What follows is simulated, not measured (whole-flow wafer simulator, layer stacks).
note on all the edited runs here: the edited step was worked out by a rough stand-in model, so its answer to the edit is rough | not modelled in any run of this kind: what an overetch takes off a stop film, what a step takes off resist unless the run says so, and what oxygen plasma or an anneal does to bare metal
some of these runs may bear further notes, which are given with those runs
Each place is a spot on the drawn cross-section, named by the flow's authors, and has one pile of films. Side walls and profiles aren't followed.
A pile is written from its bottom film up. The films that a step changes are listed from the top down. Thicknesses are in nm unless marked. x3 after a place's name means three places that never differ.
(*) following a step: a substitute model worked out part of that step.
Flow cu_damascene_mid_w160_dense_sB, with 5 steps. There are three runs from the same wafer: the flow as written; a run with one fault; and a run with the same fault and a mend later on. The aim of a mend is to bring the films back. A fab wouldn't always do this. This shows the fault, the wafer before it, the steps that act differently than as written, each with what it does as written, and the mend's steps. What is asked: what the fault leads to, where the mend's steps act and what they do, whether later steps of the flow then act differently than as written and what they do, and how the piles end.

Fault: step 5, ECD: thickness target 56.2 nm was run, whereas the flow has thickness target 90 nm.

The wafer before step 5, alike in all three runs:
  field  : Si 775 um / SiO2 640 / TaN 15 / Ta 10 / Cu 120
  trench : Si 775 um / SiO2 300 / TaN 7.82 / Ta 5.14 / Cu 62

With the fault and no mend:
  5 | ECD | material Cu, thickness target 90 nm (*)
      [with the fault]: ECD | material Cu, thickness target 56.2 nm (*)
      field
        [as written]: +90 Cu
        [with the fault]: +56.2 Cu
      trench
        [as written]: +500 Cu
        [with the fault]: +466.2 Cu
  Later steps of the flow that are run all act as written at every place that is followed.
  At field, trench, the piles at the end differ from the flow's by more than 2% or 0.5 nm, whichever is larger.
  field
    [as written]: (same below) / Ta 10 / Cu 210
    [with the fault]: (same below) / Ta 10 / Cu 176.2
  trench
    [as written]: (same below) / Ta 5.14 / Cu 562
    [with the fault]: (same below) / Ta 5.14 / Cu 528.2

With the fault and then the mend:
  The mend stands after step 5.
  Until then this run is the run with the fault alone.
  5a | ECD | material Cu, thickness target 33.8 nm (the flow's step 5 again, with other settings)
      field, trench
        +33.8 Cu
  Later steps of the flow that are run all act as written at every place that is followed.
  The piles end the same as the flow's at every place that both follow.
